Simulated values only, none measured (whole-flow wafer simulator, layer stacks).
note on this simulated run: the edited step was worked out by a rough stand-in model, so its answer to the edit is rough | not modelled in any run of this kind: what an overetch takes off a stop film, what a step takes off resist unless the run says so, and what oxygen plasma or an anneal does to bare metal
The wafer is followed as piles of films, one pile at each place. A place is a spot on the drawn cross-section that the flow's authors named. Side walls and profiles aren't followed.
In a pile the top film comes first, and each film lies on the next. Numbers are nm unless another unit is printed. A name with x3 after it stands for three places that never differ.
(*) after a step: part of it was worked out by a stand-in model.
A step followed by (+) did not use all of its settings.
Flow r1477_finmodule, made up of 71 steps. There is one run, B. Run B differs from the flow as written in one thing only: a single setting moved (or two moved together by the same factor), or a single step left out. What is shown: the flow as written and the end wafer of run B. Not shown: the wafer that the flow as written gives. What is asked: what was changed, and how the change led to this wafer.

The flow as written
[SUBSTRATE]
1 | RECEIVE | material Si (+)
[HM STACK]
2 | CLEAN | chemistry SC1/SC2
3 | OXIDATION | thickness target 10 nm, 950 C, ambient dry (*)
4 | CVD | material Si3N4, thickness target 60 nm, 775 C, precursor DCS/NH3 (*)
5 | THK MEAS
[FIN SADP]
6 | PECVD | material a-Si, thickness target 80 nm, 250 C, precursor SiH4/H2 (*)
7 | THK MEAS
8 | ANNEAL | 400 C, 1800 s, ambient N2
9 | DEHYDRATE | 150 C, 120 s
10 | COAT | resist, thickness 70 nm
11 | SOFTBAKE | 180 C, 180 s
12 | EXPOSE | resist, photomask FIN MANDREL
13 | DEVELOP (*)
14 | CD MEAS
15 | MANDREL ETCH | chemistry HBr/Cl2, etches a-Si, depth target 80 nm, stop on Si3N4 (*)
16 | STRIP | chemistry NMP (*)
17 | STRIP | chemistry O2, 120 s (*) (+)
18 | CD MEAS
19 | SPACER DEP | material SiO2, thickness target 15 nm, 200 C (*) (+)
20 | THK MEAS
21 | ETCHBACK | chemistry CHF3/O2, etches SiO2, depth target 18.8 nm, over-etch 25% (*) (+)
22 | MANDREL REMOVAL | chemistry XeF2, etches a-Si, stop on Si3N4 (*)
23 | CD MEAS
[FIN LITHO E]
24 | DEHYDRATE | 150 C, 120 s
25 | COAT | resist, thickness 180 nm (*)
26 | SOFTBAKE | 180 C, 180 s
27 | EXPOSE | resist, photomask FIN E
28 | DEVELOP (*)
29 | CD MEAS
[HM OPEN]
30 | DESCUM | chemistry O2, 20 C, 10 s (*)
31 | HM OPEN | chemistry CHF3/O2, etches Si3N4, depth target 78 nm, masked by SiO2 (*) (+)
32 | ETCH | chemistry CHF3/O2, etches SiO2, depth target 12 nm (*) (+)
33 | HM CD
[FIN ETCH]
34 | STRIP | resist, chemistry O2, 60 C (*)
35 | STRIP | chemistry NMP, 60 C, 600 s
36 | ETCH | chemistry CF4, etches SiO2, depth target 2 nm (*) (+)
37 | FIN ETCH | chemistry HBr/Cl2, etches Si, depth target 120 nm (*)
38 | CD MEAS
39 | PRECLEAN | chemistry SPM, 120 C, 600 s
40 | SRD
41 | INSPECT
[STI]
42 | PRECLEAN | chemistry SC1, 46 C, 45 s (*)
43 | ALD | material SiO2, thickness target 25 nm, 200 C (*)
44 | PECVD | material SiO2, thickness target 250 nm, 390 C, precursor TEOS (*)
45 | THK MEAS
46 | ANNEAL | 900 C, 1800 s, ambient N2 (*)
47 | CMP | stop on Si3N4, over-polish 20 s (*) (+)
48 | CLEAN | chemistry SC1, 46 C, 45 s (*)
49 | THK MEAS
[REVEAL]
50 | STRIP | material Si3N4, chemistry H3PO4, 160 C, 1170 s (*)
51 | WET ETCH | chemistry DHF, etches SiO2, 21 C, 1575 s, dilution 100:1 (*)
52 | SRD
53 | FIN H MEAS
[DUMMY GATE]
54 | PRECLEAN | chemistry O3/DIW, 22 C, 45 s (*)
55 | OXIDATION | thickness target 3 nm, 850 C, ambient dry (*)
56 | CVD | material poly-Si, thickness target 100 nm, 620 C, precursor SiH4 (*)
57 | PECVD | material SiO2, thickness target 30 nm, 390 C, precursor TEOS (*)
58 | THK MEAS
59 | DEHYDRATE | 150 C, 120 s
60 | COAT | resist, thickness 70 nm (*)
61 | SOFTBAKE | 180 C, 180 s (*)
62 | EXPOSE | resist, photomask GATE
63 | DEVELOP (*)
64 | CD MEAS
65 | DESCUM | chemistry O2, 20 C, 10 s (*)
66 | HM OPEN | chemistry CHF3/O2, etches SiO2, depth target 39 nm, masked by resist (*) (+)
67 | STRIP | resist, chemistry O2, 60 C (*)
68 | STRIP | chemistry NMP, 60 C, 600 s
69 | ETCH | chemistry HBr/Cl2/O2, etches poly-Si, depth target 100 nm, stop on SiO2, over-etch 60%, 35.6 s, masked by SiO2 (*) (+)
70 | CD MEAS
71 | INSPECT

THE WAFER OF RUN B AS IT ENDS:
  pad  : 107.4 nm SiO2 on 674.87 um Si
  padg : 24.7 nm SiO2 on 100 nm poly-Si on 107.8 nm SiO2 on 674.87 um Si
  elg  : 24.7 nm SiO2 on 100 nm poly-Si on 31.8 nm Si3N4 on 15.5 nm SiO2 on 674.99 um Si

The reason: step 3, OXIDATION: thickness target 15.5 nm was run, though the flow has thickness target 10 nm.
The wafer lets one read it off: elg has SiO2 15.5, and step 3 as written asks for 10 nm.

Step by step, how the change led to this:
  3 | OXIDATION | thickness target 10 nm, 950 C, ambient dry (*)
      pad, padg, elg and 33 more: SiO2 gains 15.5 (new film), chemical SiO2 loses 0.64 (all of it), Si loses 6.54 (it would be, as written: SiO2 gains 10 (new film), chemical SiO2 loses 0.64 (all of it), Si loses 4.12)
  31 | HM OPEN | chemistry CHF3/O2, etches Si3N4, depth target 78 nm, masked by SiO2 (*) (+)
      pad, padg, esg and 13 more: Si3N4 loses 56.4 (all of it), SiO2 loses 10.8 (it would be, as written: Si3N4 loses 56.4 (all of it), SiO2 loses 10 (all of it))
  32 | ETCH | chemistry CHF3/O2, etches SiO2, depth target 12 nm (*) (+)
      pad, padg, e40sg and 11 more: SiO2 loses 4.69 (all of it), Si loses 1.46 (it would be, as written: Si loses 2.4)
      esg, eso: SiO2 loses 4.69 (all of it), Si loses 1.46 (it would be, as written: Si loses 1.77)
      (as well as at 6 more places)
  43 | ALD | material SiO2, thickness target 25 nm, 200 C (*)
      esg: SiO2 gains 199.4 (new film) (it would be, as written: SiO2 gains 194.3 (new film))
  47 | CMP | stop on Si3N4, over-polish 20 s (*) (+)
      pad, padg, e40sg and 11 more: SiO2 loses 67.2 (it would be, as written: SiO2 loses 71.8)
      eso: SiO2 loses 67.2 (it would be, as written: SiO2 loses 72.4)
  51 | WET ETCH | chemistry DHF, etches SiO2, 21 C, 1575 s, dilution 100:1 (*)
      s40sg_line, s45sg_line, s50sg_line, s40so_line, s45so_line, s50so_line: SiO2 loses 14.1 (all of it) (it would be, as written: SiO2 loses 8.63 (all of it))
  56 | CVD | material poly-Si, thickness target 100 nm, 620 C, precursor SiH4 (*)
      s40cg, s40co: poly-Si gains 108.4 (new film) (it would be, as written: poly-Si gains 113.9 (new film))
      s45cg, s45co: poly-Si gains 107.9 (new film) (it would be, as written: poly-Si gains 113.4 (new film))
      (as well as at 2 more places)
  60 | COAT | resist, thickness 70 nm (*)
      s40sg, s40so: resist gains 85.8 (new film) (it would be, as written: resist gains 91 (new film))
      s45sg, s45so: resist gains 85.7 (new film) (it would be, as written: resist gains 91 (new film))
      (as well as at 2 more places)
  63 | DEVELOP (*)
      s40so: resist loses 85.8 (all of it) (it would be, as written: resist loses 91 (all of it))
      s45so: resist loses 85.7 (all of it) (it would be, as written: resist loses 91 (all of it))
      (as well as at 1 more place)
  67 | STRIP | resist, chemistry O2, 60 C (*)
      s40sg: resist loses 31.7 (all of it) (it would be, as written: resist loses 36.9 (all of it))
      s45sg: resist loses 31.6 (all of it) (it would be, as written: resist loses 36.9 (all of it))
      (as well as at 1 more place)
  69 | ETCH | chemistry HBr/Cl2/O2, etches poly-Si, depth target 100 nm, stop on SiO2, over-etch 60%, 35.6 s, masked by SiO2 (*) (+)
      s40co: chemical SiO2 loses 1.46 (all of it), poly-Si loses 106 (all of it), SiO2 loses 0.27 (it would be, as written: chemical SiO2 loses 1.46 (all of it), poly-Si loses 111.5 (all of it), SiO2 loses 0.24)
      s45co: chemical SiO2 loses 1.46 (all of it), poly-Si loses 105.4 (all of it), SiO2 loses 0.27 (it would be, as written: chemical SiO2 loses 1.46 (all of it), poly-Si loses 110.9 (all of it), SiO2 loses 0.25)
      (as well as at 1 more place)
